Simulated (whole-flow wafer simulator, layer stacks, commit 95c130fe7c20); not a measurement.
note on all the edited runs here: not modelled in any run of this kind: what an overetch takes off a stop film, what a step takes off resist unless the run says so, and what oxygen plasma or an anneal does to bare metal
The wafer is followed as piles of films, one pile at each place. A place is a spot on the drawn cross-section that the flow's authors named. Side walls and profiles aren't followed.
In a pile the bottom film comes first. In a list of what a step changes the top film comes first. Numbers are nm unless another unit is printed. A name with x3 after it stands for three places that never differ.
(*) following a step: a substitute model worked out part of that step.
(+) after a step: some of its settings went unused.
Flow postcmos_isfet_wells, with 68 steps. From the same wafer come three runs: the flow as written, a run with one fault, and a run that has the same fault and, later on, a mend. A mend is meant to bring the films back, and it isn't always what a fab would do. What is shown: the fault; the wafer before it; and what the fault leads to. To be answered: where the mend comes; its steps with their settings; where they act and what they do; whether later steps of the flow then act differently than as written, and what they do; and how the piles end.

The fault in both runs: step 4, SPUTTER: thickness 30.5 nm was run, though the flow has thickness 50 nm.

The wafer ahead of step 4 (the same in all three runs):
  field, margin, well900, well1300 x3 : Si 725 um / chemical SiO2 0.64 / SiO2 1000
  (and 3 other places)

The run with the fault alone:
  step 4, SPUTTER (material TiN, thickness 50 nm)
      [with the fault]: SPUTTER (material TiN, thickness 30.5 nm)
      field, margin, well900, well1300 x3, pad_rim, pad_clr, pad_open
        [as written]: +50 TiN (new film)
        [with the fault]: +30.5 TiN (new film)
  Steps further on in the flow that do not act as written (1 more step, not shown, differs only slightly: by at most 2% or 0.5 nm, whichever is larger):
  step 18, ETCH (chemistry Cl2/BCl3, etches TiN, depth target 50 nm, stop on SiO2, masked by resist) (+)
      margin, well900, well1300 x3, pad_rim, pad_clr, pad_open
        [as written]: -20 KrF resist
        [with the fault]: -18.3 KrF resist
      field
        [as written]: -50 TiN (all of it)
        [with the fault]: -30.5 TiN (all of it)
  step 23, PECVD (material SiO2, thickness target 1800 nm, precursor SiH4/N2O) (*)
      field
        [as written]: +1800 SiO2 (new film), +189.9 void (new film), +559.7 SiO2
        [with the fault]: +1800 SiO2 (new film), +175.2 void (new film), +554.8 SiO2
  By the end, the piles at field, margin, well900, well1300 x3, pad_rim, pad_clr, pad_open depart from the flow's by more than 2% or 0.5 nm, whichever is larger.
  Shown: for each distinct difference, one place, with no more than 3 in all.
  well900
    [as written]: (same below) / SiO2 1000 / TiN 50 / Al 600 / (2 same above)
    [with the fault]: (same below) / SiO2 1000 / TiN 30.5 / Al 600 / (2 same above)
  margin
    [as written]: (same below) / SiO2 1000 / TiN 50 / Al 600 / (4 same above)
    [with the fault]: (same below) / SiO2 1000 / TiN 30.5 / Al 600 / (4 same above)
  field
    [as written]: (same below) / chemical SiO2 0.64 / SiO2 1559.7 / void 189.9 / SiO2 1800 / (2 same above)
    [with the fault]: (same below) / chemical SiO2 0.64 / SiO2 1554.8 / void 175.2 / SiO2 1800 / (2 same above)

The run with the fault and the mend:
  The mend stands after step 4.
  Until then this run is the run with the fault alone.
  step 4a, SPUTTER (material TiN, thickness 19.5 nm) (the flow's step 4, run once more with other settings)
      field, margin, well900, well1300 x3, pad_rim, pad_clr, pad_open
        +19.5 TiN
  Later steps of the flow that are run all act as written at every place that is followed.
  At every place that both follow, the piles at the end match the flow's.
